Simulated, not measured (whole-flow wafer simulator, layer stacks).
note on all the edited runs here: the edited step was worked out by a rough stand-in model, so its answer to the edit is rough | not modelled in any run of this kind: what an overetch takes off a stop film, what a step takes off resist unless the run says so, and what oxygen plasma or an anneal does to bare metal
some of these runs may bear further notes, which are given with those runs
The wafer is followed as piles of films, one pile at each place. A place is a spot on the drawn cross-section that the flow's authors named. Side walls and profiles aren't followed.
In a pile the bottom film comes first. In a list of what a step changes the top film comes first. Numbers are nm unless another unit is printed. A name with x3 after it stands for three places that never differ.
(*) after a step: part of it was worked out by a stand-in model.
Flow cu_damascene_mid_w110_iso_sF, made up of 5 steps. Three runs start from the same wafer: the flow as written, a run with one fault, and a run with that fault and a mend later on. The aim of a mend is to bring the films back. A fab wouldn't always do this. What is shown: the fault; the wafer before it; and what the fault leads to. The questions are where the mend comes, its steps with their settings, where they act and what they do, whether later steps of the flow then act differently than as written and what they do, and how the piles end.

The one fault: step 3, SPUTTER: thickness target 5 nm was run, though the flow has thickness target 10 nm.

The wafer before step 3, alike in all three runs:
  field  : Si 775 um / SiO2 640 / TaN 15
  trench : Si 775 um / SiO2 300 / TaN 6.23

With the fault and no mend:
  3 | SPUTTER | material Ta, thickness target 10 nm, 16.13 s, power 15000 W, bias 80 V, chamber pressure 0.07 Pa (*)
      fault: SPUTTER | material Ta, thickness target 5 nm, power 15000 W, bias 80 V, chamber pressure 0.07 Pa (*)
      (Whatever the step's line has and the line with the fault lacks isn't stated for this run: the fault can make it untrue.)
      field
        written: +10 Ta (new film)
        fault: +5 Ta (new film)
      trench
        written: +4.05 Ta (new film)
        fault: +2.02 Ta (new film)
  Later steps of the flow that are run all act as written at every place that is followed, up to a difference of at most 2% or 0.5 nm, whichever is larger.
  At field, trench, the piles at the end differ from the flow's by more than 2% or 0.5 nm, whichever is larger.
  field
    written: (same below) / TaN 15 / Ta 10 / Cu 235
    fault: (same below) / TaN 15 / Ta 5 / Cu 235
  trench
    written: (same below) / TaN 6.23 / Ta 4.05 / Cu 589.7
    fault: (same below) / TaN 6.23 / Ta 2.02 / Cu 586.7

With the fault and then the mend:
  The mend follows step 3.
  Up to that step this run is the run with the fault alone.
  3a | SPUTTER | material Ta, thickness target 5 nm, power 15000 W, bias 80 V, chamber pressure 0.07 Pa (*) (the flow's step 3 again, with other settings)
      field
        +5 Ta
      trench
        +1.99 Ta
  Later steps of the flow that are run all act as written at every place that is followed, up to a difference of at most 2% or 0.5 nm, whichever is larger.
  When the end is reached, the piles differ only a little from the flow's at the places that both follow, at most by 2% or 0.5 nm, whichever is larger.
